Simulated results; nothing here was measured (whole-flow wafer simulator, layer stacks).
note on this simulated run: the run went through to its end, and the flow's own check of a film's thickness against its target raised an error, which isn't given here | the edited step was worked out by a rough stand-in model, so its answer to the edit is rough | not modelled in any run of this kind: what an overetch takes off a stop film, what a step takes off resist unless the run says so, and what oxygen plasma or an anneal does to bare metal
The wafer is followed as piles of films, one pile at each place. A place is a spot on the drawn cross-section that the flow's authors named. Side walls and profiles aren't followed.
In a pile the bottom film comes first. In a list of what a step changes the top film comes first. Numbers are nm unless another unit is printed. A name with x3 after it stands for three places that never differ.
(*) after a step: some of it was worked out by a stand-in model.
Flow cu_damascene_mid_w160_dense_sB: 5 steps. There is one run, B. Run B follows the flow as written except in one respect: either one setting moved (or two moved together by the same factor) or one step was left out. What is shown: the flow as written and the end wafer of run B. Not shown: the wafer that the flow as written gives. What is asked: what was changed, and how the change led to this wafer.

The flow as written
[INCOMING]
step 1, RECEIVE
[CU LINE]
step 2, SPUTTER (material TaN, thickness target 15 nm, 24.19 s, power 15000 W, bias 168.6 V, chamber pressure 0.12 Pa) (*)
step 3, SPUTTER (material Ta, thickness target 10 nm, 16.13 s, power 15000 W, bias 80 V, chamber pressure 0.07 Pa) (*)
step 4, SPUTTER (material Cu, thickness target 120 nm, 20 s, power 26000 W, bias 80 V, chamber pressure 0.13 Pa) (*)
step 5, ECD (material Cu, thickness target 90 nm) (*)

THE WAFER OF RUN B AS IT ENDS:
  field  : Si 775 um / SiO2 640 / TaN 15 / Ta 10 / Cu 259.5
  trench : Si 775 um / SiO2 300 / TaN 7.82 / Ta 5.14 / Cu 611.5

What caused this: step 5, ECD: thickness target 139.5 nm was run, whereas the flow has thickness target 90 nm.

Step by step, how the change led to this:
  step 5, ECD (material Cu, thickness target 90 nm) (*)
      field: Cu gains 139.5 (as written it would have been: Cu gains 90)
      trench: Cu gains 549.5 (as written it would have been: Cu gains 500)
